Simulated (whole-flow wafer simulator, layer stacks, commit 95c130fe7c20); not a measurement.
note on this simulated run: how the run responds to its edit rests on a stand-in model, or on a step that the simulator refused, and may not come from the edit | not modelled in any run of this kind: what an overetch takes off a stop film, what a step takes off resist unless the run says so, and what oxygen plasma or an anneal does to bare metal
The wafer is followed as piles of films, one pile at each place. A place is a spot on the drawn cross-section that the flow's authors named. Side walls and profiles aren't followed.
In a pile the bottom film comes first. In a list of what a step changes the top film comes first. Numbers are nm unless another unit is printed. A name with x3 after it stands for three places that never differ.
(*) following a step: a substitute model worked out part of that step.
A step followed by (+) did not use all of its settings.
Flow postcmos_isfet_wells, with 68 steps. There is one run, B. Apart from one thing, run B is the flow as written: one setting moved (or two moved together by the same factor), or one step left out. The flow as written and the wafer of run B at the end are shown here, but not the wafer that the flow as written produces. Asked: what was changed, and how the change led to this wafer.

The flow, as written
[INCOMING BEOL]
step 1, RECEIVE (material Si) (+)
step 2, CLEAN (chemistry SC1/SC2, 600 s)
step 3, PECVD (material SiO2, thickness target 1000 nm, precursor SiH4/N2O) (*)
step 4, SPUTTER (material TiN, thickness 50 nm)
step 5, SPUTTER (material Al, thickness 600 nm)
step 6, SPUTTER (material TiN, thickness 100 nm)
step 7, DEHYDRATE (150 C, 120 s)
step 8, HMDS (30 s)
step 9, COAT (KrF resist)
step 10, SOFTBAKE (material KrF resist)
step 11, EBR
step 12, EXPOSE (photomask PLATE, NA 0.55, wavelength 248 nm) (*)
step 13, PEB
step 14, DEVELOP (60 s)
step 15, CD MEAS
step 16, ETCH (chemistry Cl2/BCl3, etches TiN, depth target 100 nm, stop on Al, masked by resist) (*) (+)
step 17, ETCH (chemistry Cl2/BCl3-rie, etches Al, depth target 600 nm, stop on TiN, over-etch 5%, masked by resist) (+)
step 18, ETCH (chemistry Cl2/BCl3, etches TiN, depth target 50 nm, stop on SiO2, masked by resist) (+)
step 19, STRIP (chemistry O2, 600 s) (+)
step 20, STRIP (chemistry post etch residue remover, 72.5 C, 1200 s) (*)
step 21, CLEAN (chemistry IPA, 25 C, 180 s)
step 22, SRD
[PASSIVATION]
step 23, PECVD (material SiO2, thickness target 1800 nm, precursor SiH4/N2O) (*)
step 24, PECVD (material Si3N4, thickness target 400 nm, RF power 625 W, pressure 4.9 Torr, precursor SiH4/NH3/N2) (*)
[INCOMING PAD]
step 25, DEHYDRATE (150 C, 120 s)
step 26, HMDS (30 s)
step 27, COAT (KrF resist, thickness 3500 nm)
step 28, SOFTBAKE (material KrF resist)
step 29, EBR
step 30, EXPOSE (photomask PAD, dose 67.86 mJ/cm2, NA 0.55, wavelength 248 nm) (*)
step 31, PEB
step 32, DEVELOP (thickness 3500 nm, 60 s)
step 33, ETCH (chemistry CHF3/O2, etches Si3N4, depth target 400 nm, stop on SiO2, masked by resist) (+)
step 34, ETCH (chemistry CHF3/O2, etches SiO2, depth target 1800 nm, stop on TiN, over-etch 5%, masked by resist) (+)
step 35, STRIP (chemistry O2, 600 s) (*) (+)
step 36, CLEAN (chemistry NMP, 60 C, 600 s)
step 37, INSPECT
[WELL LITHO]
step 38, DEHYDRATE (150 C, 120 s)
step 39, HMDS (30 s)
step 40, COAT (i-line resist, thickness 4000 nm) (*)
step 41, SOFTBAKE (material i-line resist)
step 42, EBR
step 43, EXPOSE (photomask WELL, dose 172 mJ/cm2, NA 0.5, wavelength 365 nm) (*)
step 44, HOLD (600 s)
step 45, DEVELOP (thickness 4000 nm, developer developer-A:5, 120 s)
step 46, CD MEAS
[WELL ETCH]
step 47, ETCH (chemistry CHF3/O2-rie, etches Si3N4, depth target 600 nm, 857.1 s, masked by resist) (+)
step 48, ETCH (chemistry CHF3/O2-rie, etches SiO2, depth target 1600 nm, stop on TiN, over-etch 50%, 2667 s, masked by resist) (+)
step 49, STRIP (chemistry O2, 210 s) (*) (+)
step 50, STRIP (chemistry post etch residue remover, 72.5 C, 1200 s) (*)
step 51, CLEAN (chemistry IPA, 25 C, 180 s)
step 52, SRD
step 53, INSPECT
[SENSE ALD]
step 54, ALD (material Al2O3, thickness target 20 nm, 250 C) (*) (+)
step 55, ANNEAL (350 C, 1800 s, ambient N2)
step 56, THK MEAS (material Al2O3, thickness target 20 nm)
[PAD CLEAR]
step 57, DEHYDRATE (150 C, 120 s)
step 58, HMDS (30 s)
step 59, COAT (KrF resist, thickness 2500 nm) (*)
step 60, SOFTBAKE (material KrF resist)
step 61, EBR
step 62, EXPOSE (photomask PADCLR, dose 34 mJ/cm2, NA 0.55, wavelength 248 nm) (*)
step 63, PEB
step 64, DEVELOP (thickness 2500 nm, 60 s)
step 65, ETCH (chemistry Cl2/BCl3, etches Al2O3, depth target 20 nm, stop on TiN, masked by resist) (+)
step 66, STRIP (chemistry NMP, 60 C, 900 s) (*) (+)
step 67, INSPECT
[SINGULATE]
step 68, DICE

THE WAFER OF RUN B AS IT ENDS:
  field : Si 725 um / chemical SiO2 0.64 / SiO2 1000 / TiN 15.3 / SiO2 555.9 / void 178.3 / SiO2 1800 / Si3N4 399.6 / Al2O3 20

The reason: step 18, ETCH: depth target 34.25 nm was run, while the flow as written has depth target 50 nm.

How this came from the change, step by step:
  step 18, ETCH (chemistry Cl2/BCl3, etches TiN, depth target 50 nm, stop on SiO2, masked by resist) (+)
      field: -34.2 TiN (it would be, as written: -50 TiN (all of it))
      margin, well900, well1300 x3, pad_rim, pad_clr, pad_open: -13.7 KrF resist (it would be, as written: -20 KrF resist)
  step 23, PECVD (material SiO2, thickness target 1800 nm, precursor SiH4/N2O) (*)
      field: +1800 SiO2 (new film), +178.3 void (new film), +555.9 SiO2 (new film) (it would be, as written: +1800 SiO2 (new film), +189.9 void (new film), +559.7 SiO2)
With metal films that touch counted as one body, field has 1 body; the flow as written gives 0 bodies.
